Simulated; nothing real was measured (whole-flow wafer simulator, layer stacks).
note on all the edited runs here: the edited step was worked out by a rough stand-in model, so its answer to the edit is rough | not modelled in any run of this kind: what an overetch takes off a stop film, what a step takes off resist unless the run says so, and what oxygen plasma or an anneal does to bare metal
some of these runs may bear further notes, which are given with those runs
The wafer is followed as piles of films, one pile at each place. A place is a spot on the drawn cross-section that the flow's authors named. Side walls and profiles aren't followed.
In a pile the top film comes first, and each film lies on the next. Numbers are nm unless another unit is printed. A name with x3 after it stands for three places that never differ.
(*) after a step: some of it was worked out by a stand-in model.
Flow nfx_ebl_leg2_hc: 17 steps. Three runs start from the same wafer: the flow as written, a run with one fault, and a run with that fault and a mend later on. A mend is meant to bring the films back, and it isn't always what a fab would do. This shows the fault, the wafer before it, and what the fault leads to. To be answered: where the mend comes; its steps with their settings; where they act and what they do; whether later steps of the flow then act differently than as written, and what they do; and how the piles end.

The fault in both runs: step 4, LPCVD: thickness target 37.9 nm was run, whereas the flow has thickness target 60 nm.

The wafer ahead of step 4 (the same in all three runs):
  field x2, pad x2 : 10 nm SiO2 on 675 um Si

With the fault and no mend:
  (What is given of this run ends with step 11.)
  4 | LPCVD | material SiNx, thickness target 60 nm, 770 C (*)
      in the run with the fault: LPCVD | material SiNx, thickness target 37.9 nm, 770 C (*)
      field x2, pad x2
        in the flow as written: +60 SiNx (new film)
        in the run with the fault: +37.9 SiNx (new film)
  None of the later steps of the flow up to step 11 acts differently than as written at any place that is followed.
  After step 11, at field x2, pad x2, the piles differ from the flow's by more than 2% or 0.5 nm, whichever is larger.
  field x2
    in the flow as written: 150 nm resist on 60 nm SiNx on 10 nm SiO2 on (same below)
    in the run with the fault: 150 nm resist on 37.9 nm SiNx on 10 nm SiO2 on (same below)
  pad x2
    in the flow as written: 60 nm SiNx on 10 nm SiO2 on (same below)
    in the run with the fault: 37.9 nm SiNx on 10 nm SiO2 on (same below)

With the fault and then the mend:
  The mend stands after step 5.
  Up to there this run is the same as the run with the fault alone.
  5a | ETCH | chemistry h3po4, depth target 43.58 nm
      field x2, pad x2
        -37.9 SiNx (all of it)
  5b | CLEAN | chemistry SC1/SC2 (a further turn of the flow's step 2)
      alters no film at any place that is followed
  5c | LPCVD | material SiNx, thickness target 60 nm, 770 C (*) (a further turn of the flow's step 4)
      field x2, pad x2
        +60 SiNx (new film)
  None of the later steps of the flow acts differently than as written at any place that is followed.
  By the end, the piles equal the flow's at every place that both follow.
